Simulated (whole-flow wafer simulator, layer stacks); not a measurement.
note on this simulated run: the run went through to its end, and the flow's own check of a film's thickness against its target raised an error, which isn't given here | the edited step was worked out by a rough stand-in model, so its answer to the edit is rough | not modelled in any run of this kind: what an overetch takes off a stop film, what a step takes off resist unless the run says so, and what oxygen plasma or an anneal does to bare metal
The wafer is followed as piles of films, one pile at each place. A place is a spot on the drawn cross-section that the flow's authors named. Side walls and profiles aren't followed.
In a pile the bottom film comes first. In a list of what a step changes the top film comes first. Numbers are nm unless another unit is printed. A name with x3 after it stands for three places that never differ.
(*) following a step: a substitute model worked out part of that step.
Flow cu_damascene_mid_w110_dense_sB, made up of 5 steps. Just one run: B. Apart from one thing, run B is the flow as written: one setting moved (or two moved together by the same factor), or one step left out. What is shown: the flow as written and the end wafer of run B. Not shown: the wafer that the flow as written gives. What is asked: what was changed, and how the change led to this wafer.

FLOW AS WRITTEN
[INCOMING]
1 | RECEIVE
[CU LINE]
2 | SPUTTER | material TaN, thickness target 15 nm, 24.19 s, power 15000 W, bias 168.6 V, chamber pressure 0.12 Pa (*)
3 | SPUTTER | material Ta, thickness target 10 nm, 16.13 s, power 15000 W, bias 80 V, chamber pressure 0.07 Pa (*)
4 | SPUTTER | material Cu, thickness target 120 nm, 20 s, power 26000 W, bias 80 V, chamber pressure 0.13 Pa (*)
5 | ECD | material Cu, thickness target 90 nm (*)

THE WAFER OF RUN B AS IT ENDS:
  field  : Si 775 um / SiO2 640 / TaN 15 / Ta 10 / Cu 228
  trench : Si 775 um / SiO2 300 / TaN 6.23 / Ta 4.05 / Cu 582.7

Cause: step 4, SPUTTER: thickness target 138 nm was run, while the flow as written has thickness target 120 nm; step 4, SPUTTER: 23 s was run, where the flow has 20 s.

The path from the change to this, step by step:
  4 | SPUTTER | material Cu, thickness target 120 nm, 20 s, power 26000 W, bias 80 V, chamber pressure 0.13 Pa (*)
      field: Cu gains 138 (new film) (as written it would have been: Cu gains 120 (new film))
      trench: Cu gains 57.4 (new film) (as written it would have been: Cu gains 49.9 (new film))
